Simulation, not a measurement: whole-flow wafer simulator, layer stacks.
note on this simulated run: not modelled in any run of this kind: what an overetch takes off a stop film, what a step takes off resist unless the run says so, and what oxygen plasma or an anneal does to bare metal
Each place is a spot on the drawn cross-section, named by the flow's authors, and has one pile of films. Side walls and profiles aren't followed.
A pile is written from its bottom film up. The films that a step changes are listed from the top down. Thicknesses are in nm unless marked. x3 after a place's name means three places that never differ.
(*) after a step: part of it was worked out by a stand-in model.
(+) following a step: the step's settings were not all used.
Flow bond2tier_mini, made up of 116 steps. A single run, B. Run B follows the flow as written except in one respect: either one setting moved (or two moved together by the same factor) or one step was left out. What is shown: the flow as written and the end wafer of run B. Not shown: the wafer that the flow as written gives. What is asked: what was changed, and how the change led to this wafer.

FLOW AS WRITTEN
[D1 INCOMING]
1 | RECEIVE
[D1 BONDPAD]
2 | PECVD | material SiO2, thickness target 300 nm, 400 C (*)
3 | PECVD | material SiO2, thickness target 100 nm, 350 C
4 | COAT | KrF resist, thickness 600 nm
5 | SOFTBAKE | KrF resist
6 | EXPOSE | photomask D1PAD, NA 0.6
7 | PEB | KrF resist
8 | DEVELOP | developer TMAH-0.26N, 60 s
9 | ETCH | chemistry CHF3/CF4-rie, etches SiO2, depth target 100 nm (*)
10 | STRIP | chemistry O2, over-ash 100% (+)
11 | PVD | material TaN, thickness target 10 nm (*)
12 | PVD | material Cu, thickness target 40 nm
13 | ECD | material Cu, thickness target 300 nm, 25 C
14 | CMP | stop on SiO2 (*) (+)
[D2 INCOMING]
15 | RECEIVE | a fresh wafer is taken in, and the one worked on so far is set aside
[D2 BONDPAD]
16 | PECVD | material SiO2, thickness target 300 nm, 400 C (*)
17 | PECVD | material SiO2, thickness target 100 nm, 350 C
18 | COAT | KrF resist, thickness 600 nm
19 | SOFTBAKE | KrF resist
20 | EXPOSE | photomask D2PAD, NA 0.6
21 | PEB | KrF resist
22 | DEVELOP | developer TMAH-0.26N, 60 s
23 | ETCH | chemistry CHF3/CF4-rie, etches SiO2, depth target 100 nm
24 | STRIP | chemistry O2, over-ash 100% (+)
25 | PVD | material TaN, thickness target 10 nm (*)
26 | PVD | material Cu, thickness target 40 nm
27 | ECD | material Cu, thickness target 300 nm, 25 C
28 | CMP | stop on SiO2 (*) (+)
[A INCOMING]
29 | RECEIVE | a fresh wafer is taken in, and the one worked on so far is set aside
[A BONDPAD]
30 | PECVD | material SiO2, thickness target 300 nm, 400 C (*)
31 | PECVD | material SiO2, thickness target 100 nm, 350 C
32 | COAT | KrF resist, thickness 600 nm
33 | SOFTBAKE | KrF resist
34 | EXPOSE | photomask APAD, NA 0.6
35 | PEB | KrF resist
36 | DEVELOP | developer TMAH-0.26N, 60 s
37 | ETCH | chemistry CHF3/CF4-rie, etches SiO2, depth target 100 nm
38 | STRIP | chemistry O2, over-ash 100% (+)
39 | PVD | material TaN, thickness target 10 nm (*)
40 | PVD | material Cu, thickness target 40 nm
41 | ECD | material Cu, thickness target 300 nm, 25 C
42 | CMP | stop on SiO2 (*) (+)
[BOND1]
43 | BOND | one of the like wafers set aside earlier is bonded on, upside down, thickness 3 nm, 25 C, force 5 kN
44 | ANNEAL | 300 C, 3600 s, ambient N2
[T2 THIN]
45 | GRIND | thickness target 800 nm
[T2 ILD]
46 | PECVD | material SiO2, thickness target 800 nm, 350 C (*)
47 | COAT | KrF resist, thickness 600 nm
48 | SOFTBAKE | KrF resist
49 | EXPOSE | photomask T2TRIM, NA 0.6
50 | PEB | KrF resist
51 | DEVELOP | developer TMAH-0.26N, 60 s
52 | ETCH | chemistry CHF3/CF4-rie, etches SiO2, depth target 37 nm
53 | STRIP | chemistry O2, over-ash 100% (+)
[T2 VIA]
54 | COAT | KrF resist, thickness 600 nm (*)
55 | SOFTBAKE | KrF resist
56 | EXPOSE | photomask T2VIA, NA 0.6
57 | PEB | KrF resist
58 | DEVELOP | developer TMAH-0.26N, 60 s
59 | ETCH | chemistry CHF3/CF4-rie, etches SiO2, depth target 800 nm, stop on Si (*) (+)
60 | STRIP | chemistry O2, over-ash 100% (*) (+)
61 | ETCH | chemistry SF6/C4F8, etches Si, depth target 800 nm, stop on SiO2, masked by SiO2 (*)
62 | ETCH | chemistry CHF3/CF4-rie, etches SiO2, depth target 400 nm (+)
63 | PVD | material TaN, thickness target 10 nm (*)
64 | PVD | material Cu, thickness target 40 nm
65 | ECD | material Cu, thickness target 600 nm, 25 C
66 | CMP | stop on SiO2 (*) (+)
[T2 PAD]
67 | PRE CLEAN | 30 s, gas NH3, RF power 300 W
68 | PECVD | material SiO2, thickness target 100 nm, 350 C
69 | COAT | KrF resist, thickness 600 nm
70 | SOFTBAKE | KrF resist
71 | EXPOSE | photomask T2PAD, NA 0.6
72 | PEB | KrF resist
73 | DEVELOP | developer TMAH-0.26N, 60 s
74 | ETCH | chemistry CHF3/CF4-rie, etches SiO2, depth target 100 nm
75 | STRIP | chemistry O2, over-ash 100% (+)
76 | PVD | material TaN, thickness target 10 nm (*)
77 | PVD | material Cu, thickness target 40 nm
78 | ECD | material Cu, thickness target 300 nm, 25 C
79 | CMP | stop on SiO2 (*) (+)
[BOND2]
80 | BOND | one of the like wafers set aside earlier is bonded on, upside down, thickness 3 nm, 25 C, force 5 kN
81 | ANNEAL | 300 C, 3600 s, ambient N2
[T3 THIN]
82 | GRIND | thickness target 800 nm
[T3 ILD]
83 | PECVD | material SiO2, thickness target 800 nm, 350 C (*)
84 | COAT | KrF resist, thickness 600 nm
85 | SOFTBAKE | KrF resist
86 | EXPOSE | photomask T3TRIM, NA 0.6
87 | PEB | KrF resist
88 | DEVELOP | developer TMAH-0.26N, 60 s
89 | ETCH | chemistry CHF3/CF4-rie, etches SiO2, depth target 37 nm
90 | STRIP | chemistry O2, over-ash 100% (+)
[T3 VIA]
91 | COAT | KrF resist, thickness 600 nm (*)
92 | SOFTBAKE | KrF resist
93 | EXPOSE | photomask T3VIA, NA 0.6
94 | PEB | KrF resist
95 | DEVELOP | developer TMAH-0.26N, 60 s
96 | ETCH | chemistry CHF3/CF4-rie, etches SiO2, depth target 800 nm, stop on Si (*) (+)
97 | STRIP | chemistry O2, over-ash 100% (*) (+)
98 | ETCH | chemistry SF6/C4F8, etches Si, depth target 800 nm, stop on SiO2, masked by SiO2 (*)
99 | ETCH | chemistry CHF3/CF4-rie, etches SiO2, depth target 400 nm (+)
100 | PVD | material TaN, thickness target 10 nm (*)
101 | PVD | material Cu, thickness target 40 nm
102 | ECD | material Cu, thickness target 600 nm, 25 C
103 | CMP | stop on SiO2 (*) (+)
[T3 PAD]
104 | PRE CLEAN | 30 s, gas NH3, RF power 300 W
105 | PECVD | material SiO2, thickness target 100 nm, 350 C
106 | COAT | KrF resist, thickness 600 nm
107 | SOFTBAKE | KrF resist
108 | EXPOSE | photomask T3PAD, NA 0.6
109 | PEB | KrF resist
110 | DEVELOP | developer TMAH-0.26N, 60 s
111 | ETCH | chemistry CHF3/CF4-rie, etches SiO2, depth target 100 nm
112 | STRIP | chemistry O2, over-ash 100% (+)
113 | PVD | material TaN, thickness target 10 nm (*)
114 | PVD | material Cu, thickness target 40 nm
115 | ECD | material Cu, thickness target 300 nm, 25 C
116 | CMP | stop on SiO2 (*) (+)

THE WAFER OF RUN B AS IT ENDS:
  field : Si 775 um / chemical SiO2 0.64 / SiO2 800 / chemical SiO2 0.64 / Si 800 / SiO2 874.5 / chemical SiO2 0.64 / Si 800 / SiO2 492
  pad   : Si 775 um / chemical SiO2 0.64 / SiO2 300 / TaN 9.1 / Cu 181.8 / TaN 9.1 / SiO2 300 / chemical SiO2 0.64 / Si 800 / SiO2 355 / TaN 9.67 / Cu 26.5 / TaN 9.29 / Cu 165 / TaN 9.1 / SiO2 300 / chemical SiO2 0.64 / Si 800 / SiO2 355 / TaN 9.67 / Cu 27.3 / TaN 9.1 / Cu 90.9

Cause: step 68, PECVD: thickness target 82.5 nm was run, while the flow as written has thickness target 100 nm.

How this came from the change, step by step:
  68 | PECVD | material SiO2, thickness target 100 nm, 350 C
      field: +82.5 SiO2 (in the flow as written it would be: +100 SiO2)
      pad: +82.5 SiO2 (new film) (in the flow as written it would be: +100 SiO2 (new film))
  74 | ETCH | chemistry CHF3/CF4-rie, etches SiO2, depth target 100 nm
      pad: -82.5 SiO2 (all of it), -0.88 Cu (in the flow as written it would be: -100 SiO2 (all of it))
  78 | ECD | material Cu, thickness target 300 nm, 25 C
      pad: +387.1 Cu (in the flow as written it would be: +404.5 Cu)
